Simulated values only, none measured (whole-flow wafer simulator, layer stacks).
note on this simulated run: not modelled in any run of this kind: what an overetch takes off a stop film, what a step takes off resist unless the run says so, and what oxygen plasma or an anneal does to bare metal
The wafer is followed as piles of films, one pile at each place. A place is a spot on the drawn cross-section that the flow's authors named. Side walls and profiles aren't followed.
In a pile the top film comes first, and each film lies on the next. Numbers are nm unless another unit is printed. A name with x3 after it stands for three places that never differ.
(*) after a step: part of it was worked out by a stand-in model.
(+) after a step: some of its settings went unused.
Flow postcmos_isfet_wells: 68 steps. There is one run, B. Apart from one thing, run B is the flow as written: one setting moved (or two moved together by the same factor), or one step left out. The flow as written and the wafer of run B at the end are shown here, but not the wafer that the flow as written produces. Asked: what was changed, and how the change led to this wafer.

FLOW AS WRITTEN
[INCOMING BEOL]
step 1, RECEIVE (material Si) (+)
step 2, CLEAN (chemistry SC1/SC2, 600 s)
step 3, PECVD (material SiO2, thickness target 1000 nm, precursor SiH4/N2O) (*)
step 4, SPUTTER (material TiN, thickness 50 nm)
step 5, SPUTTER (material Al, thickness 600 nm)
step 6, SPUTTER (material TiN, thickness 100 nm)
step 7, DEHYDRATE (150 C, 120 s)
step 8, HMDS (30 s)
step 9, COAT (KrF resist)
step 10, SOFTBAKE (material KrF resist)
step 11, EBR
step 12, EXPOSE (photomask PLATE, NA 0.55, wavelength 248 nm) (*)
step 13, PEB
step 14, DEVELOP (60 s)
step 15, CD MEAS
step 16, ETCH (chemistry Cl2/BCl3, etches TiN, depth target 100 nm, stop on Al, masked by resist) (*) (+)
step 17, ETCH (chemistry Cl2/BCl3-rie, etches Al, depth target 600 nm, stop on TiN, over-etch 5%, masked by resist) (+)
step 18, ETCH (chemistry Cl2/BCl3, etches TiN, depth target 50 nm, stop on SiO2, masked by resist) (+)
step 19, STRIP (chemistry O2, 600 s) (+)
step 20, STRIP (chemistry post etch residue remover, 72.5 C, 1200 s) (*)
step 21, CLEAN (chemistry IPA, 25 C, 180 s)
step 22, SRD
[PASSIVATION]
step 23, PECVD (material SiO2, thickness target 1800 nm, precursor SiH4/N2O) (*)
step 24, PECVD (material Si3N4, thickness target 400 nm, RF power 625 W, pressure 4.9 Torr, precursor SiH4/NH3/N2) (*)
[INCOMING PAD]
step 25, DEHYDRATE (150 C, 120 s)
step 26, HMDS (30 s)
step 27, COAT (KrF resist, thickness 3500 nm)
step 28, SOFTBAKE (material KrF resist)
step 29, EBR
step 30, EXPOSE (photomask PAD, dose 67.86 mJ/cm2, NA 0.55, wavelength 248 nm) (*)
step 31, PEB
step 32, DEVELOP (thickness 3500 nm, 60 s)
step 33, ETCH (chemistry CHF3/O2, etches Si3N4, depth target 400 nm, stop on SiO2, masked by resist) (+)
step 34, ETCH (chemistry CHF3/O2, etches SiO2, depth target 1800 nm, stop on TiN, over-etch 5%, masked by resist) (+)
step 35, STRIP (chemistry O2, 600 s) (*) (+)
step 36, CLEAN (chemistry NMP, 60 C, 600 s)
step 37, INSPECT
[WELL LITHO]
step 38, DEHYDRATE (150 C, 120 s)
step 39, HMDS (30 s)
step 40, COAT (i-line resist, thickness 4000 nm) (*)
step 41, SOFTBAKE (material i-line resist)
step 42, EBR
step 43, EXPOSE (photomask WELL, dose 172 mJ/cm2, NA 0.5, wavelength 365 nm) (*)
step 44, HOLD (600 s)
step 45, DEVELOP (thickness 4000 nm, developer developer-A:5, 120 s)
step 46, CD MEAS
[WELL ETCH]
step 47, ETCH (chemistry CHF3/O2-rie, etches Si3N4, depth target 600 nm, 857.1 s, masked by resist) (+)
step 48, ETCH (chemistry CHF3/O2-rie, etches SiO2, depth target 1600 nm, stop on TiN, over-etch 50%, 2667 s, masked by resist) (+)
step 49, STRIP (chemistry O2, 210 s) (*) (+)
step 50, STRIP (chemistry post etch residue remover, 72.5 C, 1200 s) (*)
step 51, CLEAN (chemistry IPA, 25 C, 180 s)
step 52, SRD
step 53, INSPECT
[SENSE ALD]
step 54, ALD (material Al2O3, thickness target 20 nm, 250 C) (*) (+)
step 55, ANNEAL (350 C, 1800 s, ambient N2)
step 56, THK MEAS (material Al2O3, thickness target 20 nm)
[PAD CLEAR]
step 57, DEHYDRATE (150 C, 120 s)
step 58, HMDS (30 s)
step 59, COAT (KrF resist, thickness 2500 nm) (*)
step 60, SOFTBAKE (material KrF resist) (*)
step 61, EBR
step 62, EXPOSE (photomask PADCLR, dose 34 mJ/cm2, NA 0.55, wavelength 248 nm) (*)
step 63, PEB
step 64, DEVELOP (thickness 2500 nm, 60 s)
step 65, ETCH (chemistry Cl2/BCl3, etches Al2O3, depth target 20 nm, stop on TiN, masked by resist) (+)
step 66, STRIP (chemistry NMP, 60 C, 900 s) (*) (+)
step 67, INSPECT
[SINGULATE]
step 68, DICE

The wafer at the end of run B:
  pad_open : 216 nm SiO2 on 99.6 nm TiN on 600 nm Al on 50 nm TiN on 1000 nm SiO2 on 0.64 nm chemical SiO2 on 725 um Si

The reason: step 34, ETCH: depth target 1584 nm was run, whereas the flow has depth target 1800 nm.

Step by step, how the change led to this:
  step 34, ETCH (chemistry CHF3/O2, etches SiO2, depth target 1800 nm, stop on TiN, over-etch 5%, masked by resist) (+)
      pad_open: SiO2 loses 1584 (in the flow as written it would be: SiO2 loses 1800 (all of it))
      field, margin, well900, well1300 x3, pad_rim, pad_clr: KrF resist loses 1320 (in the flow as written it would be: KrF resist loses 1500)
  step 35, STRIP (chemistry O2, 600 s) (*) (+)
      field, margin, well900, well1300 x3, pad_rim, pad_clr: KrF resist loses 1818.4 (all of it) (in the flow as written it would be: KrF resist loses 1638.4 (all of it))
  step 40, COAT (i-line resist, thickness 4000 nm) (*)
      pad_clr: i-line resist gains 3324.4 (new film) (in the flow as written it would be: i-line resist gains 3256.8 (new film))
  step 41, SOFTBAKE (material i-line resist)
      pad_clr: i-line resist loses 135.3 (in the flow as written it would be: i-line resist loses 156.7)
      pad_open: i-line resist gains 105.7 (in the flow as written it would be: i-line resist gains 115.3)
  step 49, STRIP (chemistry O2, 210 s) (*) (+)
      pad_clr: i-line resist loses 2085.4 (all of it) (in the flow as written it would be: i-line resist loses 1996.5 (all of it))
      pad_open: i-line resist loses 3729.2 (all of it) (in the flow as written it would be: i-line resist loses 3816.3 (all of it))
  step 59, COAT (KrF resist, thickness 2500 nm) (*)
      pad_rim: KrF resist gains 2025.6 (new film) (in the flow as written it would be: KrF resist gains 1976.4 (new film))
      pad_clr: KrF resist gains 1764.2 (new film) (in the flow as written it would be: KrF resist gains 1691.6 (new film))
  step 60, SOFTBAKE (material KrF resist) (*)
      pad_clr: KrF resist loses 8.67 (in the flow as written it would be: KrF resist loses 9.57)
  step 64, DEVELOP (thickness 2500 nm, 60 s)
      pad_clr: KrF resist loses 1755.6 (all of it) (in the flow as written it would be: KrF resist loses 1682 (all of it))
  step 66, STRIP (chemistry NMP, 60 C, 900 s) (*) (+)
      pad_rim: KrF resist loses 1986.6 (all of it) (in the flow as written it would be: KrF resist loses 1937.7 (all of it))
